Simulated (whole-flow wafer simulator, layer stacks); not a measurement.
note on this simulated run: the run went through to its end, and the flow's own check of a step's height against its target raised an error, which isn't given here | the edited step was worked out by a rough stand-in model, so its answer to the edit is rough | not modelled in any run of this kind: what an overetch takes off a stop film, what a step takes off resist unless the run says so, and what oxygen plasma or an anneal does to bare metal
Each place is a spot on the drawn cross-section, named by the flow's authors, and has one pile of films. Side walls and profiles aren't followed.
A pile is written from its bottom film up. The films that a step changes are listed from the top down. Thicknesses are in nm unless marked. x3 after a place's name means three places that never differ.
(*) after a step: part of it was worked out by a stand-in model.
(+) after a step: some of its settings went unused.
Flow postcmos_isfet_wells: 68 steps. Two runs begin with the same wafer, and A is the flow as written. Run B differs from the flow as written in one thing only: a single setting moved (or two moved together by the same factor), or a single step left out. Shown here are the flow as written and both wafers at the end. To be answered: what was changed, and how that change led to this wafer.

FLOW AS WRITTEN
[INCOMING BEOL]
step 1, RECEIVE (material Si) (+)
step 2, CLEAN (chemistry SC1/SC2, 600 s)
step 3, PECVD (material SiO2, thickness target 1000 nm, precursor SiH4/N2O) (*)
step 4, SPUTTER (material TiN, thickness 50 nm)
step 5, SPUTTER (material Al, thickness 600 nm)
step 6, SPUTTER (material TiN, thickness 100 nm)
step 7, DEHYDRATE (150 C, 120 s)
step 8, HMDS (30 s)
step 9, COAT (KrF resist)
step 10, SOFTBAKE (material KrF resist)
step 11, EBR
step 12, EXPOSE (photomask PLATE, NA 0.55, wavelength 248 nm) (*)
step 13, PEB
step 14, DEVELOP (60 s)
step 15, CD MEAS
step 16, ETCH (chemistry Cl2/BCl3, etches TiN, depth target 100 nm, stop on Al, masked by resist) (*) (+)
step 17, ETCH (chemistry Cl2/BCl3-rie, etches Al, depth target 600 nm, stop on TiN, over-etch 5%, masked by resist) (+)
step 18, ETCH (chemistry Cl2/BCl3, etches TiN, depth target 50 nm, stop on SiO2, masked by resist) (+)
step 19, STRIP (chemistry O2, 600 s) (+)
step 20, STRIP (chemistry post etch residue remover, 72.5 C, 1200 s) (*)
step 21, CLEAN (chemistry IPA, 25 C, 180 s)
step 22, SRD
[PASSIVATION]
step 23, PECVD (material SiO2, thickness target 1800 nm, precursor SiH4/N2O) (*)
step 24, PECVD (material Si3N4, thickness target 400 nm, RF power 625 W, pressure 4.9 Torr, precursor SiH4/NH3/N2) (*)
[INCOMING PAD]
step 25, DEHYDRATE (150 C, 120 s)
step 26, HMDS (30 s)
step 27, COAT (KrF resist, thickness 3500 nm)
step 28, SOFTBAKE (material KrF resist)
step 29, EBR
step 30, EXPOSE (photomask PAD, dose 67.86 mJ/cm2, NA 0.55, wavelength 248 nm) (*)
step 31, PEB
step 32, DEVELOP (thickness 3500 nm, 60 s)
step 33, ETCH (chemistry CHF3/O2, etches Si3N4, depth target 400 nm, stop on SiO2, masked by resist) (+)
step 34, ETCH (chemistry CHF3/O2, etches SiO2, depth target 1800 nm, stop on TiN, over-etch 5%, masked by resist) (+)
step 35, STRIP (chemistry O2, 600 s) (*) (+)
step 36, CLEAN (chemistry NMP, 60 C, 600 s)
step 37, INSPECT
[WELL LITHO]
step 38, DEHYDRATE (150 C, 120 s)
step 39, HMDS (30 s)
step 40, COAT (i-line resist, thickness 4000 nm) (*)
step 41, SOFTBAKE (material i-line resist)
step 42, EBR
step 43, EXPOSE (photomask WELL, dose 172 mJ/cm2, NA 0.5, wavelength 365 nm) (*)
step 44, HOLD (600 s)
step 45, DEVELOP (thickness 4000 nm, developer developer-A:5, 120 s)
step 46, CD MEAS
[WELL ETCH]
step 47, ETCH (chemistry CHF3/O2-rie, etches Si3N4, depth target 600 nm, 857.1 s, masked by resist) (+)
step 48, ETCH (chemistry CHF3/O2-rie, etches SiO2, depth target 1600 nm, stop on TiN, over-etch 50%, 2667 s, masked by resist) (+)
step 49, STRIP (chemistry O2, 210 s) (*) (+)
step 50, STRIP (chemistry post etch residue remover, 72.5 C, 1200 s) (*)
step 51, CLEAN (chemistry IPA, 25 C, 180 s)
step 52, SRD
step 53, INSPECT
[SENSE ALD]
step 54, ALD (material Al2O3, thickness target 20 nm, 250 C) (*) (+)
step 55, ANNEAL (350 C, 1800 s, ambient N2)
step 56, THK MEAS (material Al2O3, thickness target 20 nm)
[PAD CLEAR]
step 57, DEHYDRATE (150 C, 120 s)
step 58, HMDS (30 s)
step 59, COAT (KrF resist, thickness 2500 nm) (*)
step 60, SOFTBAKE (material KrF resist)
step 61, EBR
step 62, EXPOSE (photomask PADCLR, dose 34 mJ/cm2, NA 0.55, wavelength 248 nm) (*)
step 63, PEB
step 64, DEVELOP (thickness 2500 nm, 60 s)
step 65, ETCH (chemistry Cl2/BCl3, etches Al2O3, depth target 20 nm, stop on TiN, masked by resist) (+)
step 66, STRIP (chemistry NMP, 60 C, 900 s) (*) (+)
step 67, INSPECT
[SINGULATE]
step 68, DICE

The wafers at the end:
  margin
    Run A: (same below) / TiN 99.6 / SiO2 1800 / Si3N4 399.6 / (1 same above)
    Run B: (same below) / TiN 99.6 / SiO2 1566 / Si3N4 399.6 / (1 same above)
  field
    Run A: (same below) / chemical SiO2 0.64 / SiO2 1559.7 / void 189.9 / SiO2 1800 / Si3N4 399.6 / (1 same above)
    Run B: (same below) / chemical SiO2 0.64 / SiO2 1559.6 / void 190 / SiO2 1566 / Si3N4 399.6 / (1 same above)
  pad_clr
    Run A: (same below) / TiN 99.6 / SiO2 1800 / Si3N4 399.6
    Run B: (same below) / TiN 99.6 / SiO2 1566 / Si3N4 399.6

What caused this: step 23, PECVD: thickness target 1566 nm was run, though the flow has thickness target 1800 nm.
The wafer itself shows it: margin has SiO2 1566, and step 23 as written asks for 1800 nm.

How this came from the change, step by step:
  step 23, PECVD (material SiO2, thickness target 1800 nm, precursor SiH4/N2O) (*)
      margin, well900, well1300 x3, pad_rim, pad_clr, pad_open: A SiO2 gains 1800 (new film) | B SiO2 gains 1566 (new film)
      field: A SiO2 gains 1800 (new film), void gains 189.9 (new film), SiO2 gains 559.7 | B SiO2 gains 1566 (new film), void gains 190 (new film), SiO2 gains 559.6
  step 34, ETCH (chemistry CHF3/O2, etches SiO2, depth target 1800 nm, stop on TiN, over-etch 5%, masked by resist) (+)
      field, margin, well900, well1300 x3, pad_rim, pad_clr: A KrF resist loses 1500 | B KrF resist loses 1370.2
      pad_open: A SiO2 loses 1800 (all of it) | B SiO2 loses 1566 (all of it)
  step 35, STRIP (chemistry O2, 600 s) (*) (+)
      field, margin, well900, well1300 x3, pad_rim, pad_clr: A KrF resist loses 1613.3 (all of it) | B KrF resist loses 1743.1 (all of it)
  step 40, COAT (i-line resist, thickness 4000 nm) (*)
      pad_clr: A i-line resist gains 3256.8 (new film) | B i-line resist gains 3330 (new film)
  step 41, SOFTBAKE (material i-line resist)
      pad_clr: A i-line resist loses 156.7 | B i-line resist loses 133.5
      pad_open: A i-line resist gains 115.3 | B i-line resist gains 104.8
  step 48, ETCH (chemistry CHF3/O2-rie, etches SiO2, depth target 1600 nm, stop on TiN, over-etch 50%, 2667 s, masked by resist) (+)
      well900, well1300 x3: A SiO2 loses 1600 (all of it) | B SiO2 loses 1366 (all of it)
  step 49, STRIP (chemistry O2, 210 s) (*) (+)
      pad_clr: A i-line resist loses 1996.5 (all of it) | B i-line resist loses 2092.9 (all of it)
      pad_open: A i-line resist loses 3816.3 (all of it) | B i-line resist loses 3721.9 (all of it)
  step 59, COAT (KrF resist, thickness 2500 nm) (*)
      field: A KrF resist gains 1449 (new film) | B KrF resist gains 1560.8 (new film)
      margin: A KrF resist gains 1448.9 (new film) | B KrF resist gains 1560.7 (new film)
      (as well as at 2 more places)
  step 63, PEB
      field, margin: A KrF resist loses 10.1 | B KrF resist loses 10.9
      pad_clr: A KrF resist loses 11.8 | B KrF resist loses 12.4
  step 64, DEVELOP (thickness 2500 nm, 60 s)
      pad_clr: A KrF resist loses 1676 (all of it) | B KrF resist loses 1754.4 (all of it)
  step 66, STRIP (chemistry NMP, 60 C, 900 s) (*) (+)
      field, margin: A KrF resist loses 1400.1 (all of it) | B KrF resist loses 1511.1 (all of it)
      pad_rim: A KrF resist loses 1923.7 (all of it) | B KrF resist loses 1976.4 (all of it)
